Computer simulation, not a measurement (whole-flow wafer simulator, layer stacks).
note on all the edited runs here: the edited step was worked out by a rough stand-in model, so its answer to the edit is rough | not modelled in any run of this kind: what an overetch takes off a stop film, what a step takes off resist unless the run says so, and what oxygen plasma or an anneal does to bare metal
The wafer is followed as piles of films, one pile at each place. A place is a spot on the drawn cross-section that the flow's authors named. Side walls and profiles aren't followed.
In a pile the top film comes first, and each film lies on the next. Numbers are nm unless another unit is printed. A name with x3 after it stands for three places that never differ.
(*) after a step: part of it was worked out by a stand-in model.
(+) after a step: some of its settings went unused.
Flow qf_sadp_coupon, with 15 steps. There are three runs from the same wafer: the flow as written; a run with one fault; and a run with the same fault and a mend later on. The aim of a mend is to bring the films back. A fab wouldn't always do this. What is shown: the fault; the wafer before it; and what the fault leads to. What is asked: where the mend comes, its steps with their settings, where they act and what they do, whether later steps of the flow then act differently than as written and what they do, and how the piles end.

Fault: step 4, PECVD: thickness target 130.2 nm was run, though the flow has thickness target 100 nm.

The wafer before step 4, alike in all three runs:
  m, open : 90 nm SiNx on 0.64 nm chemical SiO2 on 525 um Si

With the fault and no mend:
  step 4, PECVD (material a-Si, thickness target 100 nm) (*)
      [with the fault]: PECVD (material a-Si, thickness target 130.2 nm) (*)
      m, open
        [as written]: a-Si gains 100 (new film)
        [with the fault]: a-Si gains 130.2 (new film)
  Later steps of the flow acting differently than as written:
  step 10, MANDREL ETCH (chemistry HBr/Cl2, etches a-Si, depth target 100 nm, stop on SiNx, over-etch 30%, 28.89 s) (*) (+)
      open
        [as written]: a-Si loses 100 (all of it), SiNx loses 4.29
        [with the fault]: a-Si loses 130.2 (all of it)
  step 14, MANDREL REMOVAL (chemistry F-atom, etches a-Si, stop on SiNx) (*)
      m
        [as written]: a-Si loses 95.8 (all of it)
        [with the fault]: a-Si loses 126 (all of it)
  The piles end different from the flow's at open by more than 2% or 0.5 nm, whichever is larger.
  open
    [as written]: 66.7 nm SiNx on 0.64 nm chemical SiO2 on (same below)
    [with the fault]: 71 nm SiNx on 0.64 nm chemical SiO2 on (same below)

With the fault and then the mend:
  The mend follows step 4.
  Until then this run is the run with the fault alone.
  step 4a, ETCH (chemistry tmah, depth target 149.7 nm)
      m, open
        a-Si loses 130.2 (all of it)
  step 4b, PECVD (material a-Si, thickness target 100 nm) (*) (the flow's step 4 again)
      m, open
        a-Si gains 100 (new film)
  Later steps of the flow that are run all act as written at every place that is followed.
  The piles end the same as the flow's at every place that both follow.
